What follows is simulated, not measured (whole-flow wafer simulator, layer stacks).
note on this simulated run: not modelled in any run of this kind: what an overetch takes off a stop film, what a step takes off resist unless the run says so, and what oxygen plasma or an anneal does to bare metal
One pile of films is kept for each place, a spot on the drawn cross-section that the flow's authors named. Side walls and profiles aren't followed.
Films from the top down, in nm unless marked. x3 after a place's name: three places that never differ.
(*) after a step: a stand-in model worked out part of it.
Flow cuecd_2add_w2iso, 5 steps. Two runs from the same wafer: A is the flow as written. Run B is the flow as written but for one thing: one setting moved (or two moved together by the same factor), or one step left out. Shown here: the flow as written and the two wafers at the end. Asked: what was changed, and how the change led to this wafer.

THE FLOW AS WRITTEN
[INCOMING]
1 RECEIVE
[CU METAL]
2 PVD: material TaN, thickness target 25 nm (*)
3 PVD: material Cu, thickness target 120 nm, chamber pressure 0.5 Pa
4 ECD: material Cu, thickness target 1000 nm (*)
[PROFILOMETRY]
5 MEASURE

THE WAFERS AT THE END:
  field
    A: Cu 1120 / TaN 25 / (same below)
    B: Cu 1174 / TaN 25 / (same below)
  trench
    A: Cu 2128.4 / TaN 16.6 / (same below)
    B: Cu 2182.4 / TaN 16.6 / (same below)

The cause: step 3, PVD: thickness target 174 nm was run, where the flow has thickness target 120 nm.

How the change led to this, step by step:
  3 PVD: material Cu, thickness target 120 nm, chamber pressure 0.5 Pa
      field: A Cu +120 (new film) | B Cu +174 (new film)
      trench: A Cu +80.8 (new film) | B Cu +116.8 (new film)
